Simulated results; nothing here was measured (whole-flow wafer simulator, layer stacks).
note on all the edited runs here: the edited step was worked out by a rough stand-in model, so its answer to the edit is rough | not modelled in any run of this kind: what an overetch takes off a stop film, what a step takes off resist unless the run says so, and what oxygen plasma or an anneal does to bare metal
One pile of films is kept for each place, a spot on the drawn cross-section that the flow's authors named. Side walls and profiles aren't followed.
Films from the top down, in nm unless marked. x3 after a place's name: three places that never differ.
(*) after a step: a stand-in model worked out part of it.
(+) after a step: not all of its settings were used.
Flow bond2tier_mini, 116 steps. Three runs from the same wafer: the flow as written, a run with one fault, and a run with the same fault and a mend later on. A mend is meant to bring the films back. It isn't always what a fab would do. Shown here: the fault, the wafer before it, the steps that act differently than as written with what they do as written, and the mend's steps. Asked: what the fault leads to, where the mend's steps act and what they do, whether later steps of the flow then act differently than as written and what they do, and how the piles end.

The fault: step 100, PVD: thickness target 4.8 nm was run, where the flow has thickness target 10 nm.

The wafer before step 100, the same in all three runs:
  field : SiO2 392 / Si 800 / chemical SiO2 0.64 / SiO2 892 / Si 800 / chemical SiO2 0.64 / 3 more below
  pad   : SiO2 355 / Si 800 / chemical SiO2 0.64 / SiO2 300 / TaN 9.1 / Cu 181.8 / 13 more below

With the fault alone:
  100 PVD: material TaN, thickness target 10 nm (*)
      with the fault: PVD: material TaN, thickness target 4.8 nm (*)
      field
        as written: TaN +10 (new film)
        with the fault: TaN +4.8 (new film)
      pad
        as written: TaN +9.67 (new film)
        with the fault: TaN +4.64 (new film)
  Later steps of the flow that act differently than as written (1 more step differs only slightly, by at most 2% or 0.5 nm, whichever is larger, and isn't shown):
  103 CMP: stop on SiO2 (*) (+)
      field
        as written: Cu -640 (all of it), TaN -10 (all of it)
        with the fault: Cu -640 (all of it), TaN -4.8 (all of it)
  At the end the piles differ from the flow's by more than 2% or 0.5 nm, whichever is larger, at pad.
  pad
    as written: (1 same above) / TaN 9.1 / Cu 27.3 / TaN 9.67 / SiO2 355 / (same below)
    with the fault: (1 same above) / TaN 9.1 / Cu 32.4 / TaN 4.64 / SiO2 355 / (same below)

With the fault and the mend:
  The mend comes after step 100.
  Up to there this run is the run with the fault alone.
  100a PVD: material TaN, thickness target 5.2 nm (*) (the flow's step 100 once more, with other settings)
      field
        TaN +5.2
      pad
        TaN +5.02
  No later step of the flow acts differently than as written at any place that is followed.
  At the end the piles differ from the flow's only slightly at the places that both follow, by at most 2% or 0.5 nm, whichever is larger.
